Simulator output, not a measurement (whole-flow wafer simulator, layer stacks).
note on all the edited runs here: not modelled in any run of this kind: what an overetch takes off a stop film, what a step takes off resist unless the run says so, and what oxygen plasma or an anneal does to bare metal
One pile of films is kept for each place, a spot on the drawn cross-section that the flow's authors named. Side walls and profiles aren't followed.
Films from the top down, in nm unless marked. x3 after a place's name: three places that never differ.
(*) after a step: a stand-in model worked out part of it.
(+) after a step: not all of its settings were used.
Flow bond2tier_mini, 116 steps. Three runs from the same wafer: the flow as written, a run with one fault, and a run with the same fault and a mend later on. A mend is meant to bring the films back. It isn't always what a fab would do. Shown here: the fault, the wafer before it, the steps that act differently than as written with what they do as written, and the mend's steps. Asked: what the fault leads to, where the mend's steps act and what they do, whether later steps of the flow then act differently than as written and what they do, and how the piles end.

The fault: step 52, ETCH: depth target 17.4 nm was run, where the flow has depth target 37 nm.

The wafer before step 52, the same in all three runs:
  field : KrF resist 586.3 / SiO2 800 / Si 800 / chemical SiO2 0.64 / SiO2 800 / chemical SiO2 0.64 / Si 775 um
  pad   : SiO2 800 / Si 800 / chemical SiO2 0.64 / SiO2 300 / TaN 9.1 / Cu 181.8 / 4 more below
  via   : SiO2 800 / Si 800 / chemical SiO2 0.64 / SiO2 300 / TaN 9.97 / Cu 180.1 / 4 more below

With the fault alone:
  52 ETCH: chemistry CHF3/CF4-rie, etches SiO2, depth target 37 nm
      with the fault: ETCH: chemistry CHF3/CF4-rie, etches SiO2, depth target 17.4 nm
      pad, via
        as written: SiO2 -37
        with the fault: SiO2 -17.4
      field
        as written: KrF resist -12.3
        with the fault: KrF resist -5.8
  Later steps of the flow that act differently than as written (5 more steps differ only slightly, by at most 2% or 0.5 nm, whichever is larger, and aren't shown):
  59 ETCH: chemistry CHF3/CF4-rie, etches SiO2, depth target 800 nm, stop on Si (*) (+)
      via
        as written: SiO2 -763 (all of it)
        with the fault: SiO2 -782.6 (all of it)
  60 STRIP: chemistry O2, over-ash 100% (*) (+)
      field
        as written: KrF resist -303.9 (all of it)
        with the fault: KrF resist -312.2 (all of it)
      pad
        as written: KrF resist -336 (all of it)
        with the fault: KrF resist -327.3 (all of it)
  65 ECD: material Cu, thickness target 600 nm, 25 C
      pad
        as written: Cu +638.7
        with the fault: Cu +618.2
  At the end the piles differ from the flow's by more than 2% or 0.5 nm, whichever is larger, at pad.
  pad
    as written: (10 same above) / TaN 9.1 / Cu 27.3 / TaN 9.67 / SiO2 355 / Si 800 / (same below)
    with the fault: (10 same above) / TaN 9.1 / Cu 7.55 / TaN 9.85 / SiO2 374.6 / Si 800 / (same below)

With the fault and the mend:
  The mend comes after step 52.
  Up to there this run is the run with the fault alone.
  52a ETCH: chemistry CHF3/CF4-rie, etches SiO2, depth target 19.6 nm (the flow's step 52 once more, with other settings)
      pad, via
        SiO2 -19.6
      field
        KrF resist -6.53
  No later step of the flow acts differently than as written at any place that is followed.
  At the end the piles are the same as the flow's at every place that both follow.
